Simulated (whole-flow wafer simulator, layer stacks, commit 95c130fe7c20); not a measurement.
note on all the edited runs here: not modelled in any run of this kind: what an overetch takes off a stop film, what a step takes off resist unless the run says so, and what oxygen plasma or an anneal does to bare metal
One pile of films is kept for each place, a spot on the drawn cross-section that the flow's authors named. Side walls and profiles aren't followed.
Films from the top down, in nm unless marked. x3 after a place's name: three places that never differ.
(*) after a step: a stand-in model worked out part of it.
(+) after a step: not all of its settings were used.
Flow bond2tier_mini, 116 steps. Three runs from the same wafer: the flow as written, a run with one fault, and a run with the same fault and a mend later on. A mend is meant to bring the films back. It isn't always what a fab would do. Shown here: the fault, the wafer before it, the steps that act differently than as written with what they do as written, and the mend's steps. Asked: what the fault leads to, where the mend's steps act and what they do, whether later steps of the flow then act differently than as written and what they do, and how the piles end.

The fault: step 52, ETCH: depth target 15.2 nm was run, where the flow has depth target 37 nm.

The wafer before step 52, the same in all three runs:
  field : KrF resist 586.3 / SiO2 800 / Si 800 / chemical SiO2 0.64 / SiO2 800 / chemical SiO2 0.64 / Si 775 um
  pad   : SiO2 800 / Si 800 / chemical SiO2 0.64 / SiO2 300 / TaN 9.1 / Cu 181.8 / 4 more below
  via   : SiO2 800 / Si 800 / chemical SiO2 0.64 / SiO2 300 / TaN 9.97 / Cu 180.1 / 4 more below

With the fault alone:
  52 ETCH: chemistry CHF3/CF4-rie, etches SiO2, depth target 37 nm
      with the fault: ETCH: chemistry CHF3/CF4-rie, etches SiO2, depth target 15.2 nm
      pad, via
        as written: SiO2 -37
        with the fault: SiO2 -15.2
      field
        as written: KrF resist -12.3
        with the fault: KrF resist -5.07
  Later steps of the flow that act differently than as written (4 more steps differ only slightly, by at most 2% or 0.5 nm, whichever is larger, and aren't shown):
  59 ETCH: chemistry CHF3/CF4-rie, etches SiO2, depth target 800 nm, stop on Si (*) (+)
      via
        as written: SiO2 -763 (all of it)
        with the fault: SiO2 -784.8 (all of it)
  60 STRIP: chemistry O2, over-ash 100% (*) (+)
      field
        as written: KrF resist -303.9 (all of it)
        with the fault: KrF resist -313.1 (all of it)
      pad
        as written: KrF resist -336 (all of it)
        with the fault: KrF resist -326.3 (all of it)
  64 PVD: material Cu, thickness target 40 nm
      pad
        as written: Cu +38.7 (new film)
        with the fault: Cu +39.5 (new film)
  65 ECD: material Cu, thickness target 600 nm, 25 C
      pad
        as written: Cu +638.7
        with the fault: Cu +615.8
  At the end the piles differ from the flow's by more than 2% or 0.5 nm, whichever is larger, at pad.
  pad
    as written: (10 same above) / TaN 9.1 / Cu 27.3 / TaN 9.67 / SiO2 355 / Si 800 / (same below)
    with the fault: (10 same above) / TaN 9.1 / Cu 5.33 / TaN 9.87 / SiO2 376.8 / Si 800 / (same below)

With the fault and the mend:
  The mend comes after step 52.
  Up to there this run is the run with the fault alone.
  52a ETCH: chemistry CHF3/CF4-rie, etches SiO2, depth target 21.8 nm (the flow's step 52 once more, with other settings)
      pad, via
        SiO2 -21.8
      field
        KrF resist -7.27
  No later step of the flow acts differently than as written at any place that is followed.
  At the end the piles are the same as the flow's at every place that both follow.
